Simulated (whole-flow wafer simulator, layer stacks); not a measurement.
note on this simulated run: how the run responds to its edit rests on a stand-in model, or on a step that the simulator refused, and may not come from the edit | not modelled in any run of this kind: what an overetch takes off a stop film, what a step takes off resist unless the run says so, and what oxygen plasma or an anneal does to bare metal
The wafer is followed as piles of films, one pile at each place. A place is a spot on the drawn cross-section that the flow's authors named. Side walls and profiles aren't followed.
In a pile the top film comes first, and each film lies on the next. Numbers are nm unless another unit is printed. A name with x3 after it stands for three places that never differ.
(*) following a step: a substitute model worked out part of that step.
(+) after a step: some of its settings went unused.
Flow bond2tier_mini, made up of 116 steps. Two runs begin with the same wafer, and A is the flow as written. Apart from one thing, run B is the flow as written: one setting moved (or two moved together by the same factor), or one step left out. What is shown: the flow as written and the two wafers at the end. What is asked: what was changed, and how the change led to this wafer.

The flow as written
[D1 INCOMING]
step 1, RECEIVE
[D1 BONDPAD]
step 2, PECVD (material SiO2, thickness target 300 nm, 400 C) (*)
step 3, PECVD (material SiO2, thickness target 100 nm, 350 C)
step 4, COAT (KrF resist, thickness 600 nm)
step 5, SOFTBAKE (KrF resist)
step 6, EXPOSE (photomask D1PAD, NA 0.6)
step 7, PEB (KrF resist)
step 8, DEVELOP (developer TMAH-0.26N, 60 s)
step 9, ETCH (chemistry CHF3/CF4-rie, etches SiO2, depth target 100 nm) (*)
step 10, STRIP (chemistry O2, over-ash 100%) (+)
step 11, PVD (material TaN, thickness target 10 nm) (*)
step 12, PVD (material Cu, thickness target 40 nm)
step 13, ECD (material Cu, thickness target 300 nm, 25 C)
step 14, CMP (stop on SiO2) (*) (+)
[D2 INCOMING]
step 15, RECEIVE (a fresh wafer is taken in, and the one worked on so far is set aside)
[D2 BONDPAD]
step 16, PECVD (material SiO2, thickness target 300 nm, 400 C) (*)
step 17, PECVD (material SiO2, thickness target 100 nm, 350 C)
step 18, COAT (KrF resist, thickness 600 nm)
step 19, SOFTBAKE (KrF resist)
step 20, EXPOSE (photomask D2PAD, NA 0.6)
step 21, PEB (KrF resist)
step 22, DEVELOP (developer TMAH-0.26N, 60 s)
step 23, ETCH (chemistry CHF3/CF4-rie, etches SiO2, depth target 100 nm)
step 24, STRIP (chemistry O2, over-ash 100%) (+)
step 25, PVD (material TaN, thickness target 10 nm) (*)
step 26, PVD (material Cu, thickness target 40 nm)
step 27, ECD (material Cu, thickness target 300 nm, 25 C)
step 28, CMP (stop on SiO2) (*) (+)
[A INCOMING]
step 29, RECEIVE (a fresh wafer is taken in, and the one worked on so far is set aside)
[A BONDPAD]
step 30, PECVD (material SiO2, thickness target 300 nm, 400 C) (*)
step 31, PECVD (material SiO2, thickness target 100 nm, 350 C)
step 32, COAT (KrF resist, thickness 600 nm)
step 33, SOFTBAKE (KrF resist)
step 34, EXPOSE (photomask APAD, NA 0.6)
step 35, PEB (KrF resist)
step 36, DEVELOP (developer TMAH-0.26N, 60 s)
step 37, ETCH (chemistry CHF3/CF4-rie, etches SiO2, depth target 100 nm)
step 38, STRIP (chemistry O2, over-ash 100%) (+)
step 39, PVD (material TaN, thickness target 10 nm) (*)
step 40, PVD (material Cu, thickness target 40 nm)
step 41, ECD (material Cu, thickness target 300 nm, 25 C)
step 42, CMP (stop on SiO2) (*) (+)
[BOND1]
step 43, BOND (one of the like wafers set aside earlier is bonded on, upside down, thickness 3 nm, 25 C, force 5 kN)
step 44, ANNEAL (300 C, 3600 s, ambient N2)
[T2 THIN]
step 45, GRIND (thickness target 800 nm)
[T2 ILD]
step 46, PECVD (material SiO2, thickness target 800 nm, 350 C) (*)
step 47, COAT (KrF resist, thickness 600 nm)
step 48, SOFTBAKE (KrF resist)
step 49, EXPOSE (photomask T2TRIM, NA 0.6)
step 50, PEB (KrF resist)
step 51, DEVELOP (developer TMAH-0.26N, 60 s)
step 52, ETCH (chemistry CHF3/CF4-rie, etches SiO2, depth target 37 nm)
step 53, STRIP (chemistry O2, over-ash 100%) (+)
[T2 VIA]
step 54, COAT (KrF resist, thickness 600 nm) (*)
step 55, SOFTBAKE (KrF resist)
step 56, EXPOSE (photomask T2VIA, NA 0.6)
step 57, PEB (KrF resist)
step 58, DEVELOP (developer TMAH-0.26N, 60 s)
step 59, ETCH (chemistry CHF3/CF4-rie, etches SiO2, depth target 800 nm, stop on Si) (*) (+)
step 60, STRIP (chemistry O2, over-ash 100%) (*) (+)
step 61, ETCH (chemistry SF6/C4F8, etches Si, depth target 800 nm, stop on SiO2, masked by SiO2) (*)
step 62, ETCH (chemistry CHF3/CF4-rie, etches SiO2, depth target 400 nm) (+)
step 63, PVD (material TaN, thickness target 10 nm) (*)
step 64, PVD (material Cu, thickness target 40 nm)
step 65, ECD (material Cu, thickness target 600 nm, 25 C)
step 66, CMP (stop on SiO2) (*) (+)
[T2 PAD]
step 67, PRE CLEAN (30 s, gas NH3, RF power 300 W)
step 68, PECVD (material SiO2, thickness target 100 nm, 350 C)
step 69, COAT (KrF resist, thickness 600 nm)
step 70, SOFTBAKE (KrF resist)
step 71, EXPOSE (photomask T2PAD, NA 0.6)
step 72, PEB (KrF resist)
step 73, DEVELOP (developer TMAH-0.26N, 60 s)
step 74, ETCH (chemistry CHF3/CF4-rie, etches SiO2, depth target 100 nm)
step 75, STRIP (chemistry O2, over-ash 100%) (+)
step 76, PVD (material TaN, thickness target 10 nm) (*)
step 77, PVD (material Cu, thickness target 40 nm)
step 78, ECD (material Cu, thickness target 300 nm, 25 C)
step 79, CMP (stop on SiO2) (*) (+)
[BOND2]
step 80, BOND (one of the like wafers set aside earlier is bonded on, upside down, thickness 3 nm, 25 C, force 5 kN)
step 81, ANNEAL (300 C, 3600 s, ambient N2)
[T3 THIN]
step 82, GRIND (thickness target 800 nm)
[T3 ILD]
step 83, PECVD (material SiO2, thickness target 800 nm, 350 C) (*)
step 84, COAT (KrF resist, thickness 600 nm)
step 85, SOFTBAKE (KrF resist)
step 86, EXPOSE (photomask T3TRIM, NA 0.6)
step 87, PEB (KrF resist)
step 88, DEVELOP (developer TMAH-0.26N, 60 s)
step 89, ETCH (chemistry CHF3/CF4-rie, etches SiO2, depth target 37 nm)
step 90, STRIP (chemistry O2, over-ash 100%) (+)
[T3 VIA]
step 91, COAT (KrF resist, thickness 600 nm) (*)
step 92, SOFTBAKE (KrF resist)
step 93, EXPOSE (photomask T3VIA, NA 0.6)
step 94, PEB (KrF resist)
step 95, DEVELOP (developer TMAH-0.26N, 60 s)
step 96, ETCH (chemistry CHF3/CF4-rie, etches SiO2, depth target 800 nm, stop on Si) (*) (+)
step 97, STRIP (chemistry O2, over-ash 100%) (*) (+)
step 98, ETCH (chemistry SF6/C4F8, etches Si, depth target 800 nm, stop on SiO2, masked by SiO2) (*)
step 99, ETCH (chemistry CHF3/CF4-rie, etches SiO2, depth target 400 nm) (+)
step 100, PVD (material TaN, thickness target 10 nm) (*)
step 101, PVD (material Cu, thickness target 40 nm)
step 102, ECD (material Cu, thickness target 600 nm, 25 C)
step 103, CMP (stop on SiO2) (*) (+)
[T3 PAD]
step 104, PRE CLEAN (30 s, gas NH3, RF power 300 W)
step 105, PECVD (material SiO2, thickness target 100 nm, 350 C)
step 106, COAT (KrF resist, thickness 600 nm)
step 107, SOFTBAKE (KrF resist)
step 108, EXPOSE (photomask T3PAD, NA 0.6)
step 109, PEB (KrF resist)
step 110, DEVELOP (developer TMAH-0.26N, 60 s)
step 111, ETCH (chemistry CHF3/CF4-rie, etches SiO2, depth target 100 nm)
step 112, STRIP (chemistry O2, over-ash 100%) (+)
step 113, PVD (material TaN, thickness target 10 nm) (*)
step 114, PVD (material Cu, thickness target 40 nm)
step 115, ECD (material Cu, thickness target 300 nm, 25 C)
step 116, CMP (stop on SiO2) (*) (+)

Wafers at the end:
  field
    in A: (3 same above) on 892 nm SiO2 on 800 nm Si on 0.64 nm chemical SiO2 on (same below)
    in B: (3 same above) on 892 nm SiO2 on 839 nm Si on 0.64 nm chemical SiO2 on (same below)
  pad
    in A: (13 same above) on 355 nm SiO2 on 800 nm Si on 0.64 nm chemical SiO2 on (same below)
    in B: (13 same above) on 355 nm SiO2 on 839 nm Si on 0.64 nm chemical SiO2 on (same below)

The reason: step 45, GRIND: thickness target 839 nm was run, though the flow has thickness target 800 nm.
The wafer lets one read it off: field has Si 839, and step 45 as written asks for 800 nm.

Step by step, how the change led to this:
  step 45, GRIND (thickness target 800 nm)
      field, pad, via: A -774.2 um Si | B -774.16 um Si
